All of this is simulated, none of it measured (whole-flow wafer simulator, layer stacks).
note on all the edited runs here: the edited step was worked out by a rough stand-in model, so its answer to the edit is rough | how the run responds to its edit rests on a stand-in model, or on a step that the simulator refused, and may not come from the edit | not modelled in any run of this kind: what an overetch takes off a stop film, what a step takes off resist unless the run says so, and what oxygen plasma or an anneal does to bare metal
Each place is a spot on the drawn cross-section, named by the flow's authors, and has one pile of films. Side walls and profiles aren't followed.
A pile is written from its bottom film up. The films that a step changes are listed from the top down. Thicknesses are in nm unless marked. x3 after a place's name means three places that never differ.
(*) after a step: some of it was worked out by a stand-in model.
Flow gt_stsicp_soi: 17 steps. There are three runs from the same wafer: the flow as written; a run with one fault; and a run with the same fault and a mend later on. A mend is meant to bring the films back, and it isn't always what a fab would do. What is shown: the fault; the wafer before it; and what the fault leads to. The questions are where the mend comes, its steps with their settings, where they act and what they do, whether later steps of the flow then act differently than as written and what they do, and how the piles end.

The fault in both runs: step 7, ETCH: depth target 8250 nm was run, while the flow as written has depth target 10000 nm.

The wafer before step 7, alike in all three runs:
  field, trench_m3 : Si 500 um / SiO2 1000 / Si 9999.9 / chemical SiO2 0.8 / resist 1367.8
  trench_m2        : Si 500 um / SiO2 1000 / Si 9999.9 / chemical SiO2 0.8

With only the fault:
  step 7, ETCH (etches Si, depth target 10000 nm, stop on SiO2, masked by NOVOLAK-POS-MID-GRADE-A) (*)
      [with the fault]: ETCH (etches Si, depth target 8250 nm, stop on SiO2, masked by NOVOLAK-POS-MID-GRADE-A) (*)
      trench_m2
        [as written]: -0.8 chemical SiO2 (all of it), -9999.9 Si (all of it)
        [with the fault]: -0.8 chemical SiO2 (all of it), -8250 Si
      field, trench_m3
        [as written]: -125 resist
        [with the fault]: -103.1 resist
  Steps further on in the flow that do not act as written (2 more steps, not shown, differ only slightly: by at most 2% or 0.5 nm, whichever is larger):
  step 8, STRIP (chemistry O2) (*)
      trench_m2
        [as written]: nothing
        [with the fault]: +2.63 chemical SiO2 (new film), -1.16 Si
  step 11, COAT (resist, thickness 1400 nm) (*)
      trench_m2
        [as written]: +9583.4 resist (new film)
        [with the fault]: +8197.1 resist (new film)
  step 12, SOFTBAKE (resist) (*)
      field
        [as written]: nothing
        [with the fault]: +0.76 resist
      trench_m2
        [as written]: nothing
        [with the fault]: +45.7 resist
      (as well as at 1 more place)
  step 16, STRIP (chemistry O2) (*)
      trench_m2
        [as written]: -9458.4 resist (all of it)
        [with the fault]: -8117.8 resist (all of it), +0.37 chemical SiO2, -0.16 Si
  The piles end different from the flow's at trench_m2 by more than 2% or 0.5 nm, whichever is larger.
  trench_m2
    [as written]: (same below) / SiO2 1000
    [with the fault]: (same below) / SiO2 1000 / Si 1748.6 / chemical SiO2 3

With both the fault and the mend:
  After step 7 comes the mend.
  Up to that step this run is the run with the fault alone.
  step 7a, ETCH (etches Si, depth target 1750 nm, stop on SiO2, masked by NOVOLAK-POS-MID-GRADE-A) (*) (a further turn of the flow's step 7, with different settings)
      field, trench_m3
        -21.9 resist
      trench_m2
        -1749.9 Si (all of it)
  Later steps of the flow that are run all act as written at every place that is followed.
  By the end, the piles equal the flow's at every place that both follow.
